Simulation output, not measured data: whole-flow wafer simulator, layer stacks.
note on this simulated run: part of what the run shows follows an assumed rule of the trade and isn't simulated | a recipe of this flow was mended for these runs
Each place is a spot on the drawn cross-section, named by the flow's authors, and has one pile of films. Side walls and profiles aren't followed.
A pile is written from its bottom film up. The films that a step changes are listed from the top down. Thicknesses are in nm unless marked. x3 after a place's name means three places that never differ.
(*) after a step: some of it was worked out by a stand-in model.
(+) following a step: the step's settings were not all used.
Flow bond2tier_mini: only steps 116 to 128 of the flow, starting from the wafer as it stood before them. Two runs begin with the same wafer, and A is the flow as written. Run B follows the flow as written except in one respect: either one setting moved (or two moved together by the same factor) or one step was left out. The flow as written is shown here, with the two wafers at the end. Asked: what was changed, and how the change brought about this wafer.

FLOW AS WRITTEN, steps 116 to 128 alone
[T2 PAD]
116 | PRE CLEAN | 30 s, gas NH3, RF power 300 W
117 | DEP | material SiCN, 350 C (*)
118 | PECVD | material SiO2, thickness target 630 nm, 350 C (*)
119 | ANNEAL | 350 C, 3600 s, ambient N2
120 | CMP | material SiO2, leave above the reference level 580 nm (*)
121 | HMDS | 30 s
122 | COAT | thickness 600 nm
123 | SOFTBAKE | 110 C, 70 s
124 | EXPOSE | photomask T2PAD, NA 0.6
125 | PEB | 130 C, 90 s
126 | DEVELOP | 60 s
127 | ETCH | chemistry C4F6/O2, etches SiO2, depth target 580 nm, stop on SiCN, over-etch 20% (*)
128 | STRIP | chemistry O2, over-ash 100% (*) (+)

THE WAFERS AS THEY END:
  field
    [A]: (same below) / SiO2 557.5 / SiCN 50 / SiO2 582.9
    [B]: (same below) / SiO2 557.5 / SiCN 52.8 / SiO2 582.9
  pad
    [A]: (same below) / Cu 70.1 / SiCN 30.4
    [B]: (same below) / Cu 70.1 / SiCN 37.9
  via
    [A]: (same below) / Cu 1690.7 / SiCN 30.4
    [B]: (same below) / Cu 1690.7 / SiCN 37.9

What caused this: step 117, DEP: 337 C was run, though the flow has 350 C; step 127, ETCH: depth target 556.6 nm was run, where the flow has depth target 580 nm.

How this came from the change, step by step:
  117 | DEP | material SiCN, 350 C (*)
      field, pad, via: A SiCN gains 50 (new film) | B SiCN gains 52.8 (new film)
  127 | ETCH | chemistry C4F6/O2, etches SiO2, depth target 580 nm, stop on SiCN, over-etch 20% (*)
      pad, via: A SiO2 loses 580 (all of it), SiCN loses 19.6 | B SiO2 loses 580 (all of it), SiCN loses 14.8
      field: A thick-KrF-resist loses 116 | B thick-KrF-resist loses 111.3
